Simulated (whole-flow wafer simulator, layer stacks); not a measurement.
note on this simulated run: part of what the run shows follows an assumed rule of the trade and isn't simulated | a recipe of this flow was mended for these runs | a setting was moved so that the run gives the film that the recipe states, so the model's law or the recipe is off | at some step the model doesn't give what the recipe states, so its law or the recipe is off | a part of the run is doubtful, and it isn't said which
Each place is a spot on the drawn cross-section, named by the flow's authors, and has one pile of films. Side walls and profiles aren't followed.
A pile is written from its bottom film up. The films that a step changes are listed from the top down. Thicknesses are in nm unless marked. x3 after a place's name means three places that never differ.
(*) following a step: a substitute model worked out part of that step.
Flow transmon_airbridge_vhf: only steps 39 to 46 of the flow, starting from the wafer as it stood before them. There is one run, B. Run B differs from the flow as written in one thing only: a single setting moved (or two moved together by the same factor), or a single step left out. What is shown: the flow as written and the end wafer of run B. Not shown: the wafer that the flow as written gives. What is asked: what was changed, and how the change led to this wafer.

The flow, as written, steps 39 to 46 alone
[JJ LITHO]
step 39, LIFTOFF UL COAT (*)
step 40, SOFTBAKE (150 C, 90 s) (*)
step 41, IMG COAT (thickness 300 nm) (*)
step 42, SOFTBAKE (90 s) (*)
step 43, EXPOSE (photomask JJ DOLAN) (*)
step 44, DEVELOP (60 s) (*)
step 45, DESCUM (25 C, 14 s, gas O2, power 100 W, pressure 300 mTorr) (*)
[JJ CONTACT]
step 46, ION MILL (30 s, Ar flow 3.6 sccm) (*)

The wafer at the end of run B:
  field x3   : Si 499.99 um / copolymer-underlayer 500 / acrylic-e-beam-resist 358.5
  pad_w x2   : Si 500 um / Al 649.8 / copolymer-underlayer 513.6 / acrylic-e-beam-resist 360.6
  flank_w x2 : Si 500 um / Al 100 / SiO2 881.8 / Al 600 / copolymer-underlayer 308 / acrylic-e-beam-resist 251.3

What caused this: step 41, IMG COAT: thickness 390 nm was run, though the flow has thickness 300 nm.

Step by step, how the change led to this:
  step 41, IMG COAT (thickness 300 nm) (*)
      field x3, jj_line, ground_far x3: +390 acrylic-e-beam-resist (new film) (in the flow as written it would be: +300 acrylic-e-beam-resist (new film))
      pad_w x2: +392.1 acrylic-e-beam-resist (new film) (in the flow as written it would be: +300.2 acrylic-e-beam-resist (new film))
      (as well as at 8 more places)
  step 44, DEVELOP (60 s) (*)
      jj_line: -390 acrylic-e-beam-resist (all of it), -500 copolymer-underlayer (all of it) (in the flow as written it would be: -300 acrylic-e-beam-resist (all of it), -500 copolymer-underlayer (all of it))
